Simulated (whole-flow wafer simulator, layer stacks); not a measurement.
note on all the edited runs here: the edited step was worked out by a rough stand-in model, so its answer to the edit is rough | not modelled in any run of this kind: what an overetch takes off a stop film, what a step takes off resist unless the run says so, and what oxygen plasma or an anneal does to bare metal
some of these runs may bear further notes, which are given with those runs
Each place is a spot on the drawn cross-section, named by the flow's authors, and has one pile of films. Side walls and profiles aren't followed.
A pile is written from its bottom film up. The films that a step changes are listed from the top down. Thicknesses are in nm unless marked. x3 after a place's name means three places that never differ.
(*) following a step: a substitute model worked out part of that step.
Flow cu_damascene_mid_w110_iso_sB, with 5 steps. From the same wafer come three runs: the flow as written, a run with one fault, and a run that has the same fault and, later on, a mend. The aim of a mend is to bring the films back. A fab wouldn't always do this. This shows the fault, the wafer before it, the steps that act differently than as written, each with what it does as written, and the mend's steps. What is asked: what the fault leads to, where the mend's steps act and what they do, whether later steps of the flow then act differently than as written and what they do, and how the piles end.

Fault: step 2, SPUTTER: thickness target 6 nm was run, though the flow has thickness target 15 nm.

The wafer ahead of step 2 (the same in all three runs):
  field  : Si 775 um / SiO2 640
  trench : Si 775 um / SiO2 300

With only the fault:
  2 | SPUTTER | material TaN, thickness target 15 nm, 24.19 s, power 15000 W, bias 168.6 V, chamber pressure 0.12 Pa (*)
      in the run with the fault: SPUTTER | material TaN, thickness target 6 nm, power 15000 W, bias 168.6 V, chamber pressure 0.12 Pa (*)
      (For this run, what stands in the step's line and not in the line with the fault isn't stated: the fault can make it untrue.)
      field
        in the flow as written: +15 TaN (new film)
        in the run with the fault: +6 TaN (new film)
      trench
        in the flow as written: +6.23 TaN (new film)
        in the run with the fault: +2.49 TaN (new film)
  Steps later in the flow that act otherwise than as written (2 more steps, not shown, differ only slightly: by at most 2% or 0.5 nm, whichever is larger):
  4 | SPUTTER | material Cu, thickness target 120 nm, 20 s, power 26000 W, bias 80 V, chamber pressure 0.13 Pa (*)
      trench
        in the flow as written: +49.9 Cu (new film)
        in the run with the fault: +51.3 Cu (new film)
  At field, trench, the piles at the end differ from the flow's by more than 2% or 0.5 nm, whichever is larger.
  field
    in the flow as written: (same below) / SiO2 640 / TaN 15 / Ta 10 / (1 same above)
    in the run with the fault: (same below) / SiO2 640 / TaN 6 / Ta 10 / (1 same above)
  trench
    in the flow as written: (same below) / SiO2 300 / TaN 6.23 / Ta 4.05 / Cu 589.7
    in the run with the fault: (same below) / SiO2 300 / TaN 2.49 / Ta 4.16 / Cu 584.3

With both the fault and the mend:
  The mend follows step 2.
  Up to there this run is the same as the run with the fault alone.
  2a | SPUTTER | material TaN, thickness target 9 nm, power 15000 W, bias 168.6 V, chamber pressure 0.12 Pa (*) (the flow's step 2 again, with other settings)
      field
        +9 TaN
      trench
        +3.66 TaN
  Every later step of the flow that is run acts as written, at every place that is followed, to within 2% or 0.5 nm, whichever is larger.
  The piles end only slightly different from the flow's at the places that both follow, by no more than 2% or 0.5 nm, whichever is larger.
